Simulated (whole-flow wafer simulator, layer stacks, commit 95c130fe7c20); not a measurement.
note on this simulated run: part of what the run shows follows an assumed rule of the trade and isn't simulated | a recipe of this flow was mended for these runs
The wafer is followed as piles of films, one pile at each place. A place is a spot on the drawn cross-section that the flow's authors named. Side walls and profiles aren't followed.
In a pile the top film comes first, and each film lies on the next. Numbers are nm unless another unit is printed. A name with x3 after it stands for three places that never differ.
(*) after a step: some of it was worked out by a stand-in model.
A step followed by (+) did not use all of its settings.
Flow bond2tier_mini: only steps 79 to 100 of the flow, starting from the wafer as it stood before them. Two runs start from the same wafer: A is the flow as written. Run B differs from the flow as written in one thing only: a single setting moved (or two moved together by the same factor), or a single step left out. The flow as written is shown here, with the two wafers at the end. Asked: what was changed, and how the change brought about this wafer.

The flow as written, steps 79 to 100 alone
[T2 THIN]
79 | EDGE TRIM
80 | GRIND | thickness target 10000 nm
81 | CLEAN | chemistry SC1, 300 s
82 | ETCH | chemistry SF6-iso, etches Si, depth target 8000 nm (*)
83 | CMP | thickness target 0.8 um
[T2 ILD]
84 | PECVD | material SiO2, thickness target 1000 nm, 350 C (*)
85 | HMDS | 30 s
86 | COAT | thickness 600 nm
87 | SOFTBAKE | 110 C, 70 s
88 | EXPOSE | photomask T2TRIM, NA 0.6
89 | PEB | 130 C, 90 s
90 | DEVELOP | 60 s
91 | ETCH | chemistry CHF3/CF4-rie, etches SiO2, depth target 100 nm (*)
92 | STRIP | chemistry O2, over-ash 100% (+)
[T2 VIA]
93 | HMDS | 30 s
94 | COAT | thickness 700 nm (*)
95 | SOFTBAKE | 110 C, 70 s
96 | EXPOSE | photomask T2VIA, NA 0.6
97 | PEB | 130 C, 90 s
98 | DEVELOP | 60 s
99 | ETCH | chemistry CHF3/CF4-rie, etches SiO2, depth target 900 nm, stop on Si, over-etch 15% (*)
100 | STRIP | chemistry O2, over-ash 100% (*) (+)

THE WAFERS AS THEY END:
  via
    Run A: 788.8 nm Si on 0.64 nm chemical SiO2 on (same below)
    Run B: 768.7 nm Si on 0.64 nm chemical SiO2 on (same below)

Cause: step 99, ETCH: depth target 1110 nm was run, though the flow has depth target 900 nm.

How this came from the change, step by step:
  99 | ETCH | chemistry CHF3/CF4-rie, etches SiO2, depth target 900 nm, stop on Si, over-etch 15% (*)
      field, pad: A thick-KrF-resist loses 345 | B thick-KrF-resist loses 425.3
      via: A SiO2 loses 900 (all of it), Si loses 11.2 | B SiO2 loses 900 (all of it), Si loses 31.3
  100 | STRIP | chemistry O2, over-ash 100% (*) (+)
      field: A thick-KrF-resist loses 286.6 (all of it) | B thick-KrF-resist loses 206.3 (all of it)
      pad: A thick-KrF-resist loses 372.9 (all of it) | B thick-KrF-resist loses 292.6 (all of it)
